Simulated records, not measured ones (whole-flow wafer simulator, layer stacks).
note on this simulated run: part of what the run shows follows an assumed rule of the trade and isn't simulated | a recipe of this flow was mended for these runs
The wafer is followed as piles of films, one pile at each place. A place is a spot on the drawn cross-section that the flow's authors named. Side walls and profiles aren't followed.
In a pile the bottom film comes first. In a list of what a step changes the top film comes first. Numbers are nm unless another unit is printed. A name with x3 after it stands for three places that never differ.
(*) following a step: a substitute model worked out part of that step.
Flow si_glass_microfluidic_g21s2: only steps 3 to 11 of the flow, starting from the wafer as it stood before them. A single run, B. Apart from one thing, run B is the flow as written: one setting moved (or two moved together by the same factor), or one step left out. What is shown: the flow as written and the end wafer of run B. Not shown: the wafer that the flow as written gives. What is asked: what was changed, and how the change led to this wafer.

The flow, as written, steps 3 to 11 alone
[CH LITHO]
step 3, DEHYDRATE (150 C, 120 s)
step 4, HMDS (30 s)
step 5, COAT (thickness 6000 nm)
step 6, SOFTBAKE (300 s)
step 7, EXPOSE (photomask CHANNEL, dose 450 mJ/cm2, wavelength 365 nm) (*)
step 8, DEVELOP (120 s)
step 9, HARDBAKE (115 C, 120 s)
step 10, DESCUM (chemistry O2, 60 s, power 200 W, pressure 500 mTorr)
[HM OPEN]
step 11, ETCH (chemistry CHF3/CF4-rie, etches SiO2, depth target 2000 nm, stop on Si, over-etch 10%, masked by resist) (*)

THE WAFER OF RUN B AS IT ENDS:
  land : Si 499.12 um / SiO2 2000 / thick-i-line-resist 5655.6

The reason: step 5, COAT: thickness 6491 nm was run, though the flow has thickness 6000 nm.

Step by step, how the change led to this:
  step 5, COAT (thickness 6000 nm)
      land, trench20 x3: +6491 thick-i-line-resist (new film) (as written it would have been: +6000 thick-i-line-resist (new film))
  step 8, DEVELOP (120 s)
      trench20 x3: -6491 thick-i-line-resist (all of it) (as written it would have been: -6000 thick-i-line-resist (all of it))
  step 9, HARDBAKE (115 C, 120 s)
      land: -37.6 thick-i-line-resist (as written it would have been: -33.5 thick-i-line-resist)
